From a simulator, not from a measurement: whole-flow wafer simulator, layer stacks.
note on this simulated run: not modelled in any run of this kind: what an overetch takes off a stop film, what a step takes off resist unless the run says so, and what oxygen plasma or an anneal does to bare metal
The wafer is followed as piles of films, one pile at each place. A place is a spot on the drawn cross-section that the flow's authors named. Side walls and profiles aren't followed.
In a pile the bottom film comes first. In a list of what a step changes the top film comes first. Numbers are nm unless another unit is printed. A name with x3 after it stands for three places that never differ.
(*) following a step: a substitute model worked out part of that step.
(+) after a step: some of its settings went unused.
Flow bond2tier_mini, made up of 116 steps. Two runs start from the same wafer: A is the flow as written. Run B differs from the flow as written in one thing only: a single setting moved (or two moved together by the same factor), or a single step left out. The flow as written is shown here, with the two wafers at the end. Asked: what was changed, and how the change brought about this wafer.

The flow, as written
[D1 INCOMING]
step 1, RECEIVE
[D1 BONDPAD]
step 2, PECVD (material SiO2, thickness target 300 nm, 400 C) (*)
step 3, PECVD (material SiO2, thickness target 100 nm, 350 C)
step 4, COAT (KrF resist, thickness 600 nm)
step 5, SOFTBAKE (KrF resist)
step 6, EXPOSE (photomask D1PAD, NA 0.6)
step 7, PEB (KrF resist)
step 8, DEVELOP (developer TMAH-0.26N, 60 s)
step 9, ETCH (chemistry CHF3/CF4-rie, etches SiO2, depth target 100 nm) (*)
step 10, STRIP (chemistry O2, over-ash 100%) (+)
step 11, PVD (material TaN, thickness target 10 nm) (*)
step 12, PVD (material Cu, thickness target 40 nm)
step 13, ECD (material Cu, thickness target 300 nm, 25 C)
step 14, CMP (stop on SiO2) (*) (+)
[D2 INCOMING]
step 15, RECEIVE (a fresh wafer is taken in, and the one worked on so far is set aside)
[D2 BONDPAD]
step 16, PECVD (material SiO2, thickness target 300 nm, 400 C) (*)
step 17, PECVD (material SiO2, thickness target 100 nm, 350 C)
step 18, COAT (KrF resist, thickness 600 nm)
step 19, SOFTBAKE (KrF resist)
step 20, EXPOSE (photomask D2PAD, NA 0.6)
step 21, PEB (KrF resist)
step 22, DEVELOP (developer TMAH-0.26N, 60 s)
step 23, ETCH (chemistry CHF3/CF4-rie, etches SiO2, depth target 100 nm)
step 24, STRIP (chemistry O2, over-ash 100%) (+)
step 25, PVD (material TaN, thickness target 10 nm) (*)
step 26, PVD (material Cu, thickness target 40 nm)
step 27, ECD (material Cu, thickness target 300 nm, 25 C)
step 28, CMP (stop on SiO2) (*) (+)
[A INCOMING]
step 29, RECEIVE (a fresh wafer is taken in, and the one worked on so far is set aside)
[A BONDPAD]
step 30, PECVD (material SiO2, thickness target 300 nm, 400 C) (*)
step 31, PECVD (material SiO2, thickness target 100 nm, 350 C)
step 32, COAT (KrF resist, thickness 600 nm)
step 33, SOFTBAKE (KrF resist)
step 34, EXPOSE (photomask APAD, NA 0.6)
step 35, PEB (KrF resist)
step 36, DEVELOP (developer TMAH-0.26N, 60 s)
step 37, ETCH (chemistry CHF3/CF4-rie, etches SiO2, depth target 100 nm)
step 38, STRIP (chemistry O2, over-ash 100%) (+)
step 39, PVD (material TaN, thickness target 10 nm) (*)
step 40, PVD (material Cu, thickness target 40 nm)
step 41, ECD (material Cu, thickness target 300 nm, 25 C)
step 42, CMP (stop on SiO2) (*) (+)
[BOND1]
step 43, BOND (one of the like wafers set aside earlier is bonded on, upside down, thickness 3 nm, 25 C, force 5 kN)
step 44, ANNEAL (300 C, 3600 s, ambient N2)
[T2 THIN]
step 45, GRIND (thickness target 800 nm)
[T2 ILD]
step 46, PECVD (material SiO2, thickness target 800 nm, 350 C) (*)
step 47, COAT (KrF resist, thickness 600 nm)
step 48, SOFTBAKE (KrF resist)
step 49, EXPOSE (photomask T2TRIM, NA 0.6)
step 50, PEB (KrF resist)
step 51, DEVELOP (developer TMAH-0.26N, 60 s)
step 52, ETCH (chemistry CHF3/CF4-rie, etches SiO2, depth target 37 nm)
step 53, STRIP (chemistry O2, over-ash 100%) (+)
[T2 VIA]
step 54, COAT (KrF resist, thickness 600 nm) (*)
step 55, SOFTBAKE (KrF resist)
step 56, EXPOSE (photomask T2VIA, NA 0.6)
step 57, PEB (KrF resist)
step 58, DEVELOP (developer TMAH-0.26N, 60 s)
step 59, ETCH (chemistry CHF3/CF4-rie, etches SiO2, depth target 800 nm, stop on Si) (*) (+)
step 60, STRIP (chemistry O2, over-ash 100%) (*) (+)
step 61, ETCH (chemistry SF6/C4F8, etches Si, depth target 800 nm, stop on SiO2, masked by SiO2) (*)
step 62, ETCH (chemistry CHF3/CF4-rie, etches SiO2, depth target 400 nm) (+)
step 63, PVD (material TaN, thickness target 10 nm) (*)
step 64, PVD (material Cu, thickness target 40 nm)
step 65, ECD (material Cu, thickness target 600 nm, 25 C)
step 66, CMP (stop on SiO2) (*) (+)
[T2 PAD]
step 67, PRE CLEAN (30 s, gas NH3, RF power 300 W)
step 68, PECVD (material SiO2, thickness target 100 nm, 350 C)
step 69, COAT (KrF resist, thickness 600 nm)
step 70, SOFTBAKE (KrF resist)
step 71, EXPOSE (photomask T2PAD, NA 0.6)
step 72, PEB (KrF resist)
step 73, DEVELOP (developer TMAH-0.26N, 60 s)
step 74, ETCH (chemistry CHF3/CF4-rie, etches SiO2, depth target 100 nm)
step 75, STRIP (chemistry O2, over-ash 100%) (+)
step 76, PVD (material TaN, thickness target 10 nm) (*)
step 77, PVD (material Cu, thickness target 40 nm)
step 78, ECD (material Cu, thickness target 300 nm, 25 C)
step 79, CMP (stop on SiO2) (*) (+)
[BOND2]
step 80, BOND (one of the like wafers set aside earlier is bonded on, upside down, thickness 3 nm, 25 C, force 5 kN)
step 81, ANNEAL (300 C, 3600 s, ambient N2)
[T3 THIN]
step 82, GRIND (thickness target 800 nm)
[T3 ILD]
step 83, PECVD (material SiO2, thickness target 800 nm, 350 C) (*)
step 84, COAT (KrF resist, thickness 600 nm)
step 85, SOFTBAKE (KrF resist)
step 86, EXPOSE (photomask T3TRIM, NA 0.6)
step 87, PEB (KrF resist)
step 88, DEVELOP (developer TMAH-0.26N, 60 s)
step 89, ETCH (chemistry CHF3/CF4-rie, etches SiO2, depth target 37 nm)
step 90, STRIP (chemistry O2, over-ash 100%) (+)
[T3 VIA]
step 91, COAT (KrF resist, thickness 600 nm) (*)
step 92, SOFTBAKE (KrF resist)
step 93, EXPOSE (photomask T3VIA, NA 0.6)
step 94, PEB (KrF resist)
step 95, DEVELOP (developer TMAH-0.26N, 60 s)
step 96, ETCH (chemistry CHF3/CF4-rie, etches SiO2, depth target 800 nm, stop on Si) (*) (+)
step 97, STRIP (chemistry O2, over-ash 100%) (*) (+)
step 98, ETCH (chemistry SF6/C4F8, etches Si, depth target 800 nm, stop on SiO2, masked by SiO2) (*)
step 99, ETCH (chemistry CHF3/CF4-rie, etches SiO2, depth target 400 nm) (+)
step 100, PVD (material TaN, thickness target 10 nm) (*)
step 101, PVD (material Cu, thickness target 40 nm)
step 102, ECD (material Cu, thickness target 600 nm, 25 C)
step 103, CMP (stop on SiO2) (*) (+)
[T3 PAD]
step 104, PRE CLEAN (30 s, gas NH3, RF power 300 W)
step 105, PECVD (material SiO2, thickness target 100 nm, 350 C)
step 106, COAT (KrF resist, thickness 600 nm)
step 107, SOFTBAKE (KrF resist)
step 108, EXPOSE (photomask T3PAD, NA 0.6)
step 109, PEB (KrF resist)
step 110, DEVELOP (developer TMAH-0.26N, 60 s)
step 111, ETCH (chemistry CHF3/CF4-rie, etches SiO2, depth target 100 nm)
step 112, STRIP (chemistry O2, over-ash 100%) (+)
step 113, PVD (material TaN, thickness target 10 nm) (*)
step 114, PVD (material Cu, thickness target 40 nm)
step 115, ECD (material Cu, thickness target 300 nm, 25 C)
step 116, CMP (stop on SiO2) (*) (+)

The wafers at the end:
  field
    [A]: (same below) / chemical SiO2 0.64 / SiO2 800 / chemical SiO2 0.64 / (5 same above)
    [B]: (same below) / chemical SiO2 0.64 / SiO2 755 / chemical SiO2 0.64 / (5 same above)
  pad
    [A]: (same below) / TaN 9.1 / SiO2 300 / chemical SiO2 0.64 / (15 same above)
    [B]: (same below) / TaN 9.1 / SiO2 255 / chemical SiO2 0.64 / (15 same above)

Cause: step 3, PECVD: thickness target 55 nm was run, while the flow as written has thickness target 100 nm.

The path from the change to this, step by step:
  step 3, PECVD (material SiO2, thickness target 100 nm, 350 C)
      field, pad, via: A +100 SiO2 | B +55 SiO2
  step 43, BOND (one of the like wafers set aside earlier is bonded on, upside down, thickness 3 nm, 25 C, force 5 kN)
      field: A +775 um Si (new film), +0.64 chemical SiO2 (new film), +400 SiO2 | B +775 um Si (new film), +0.64 chemical SiO2 (new film), +355 SiO2
      pad: A +775 um Si (new film), +0.64 chemical SiO2 (new film), +300 SiO2 (new film), +9.1 TaN (new film), +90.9 Cu | B +775 um Si (new film), +0.64 chemical SiO2 (new film), +255 SiO2 (new film), +9.1 TaN (new film), +90.9 Cu
      (as well as at 1 more place)
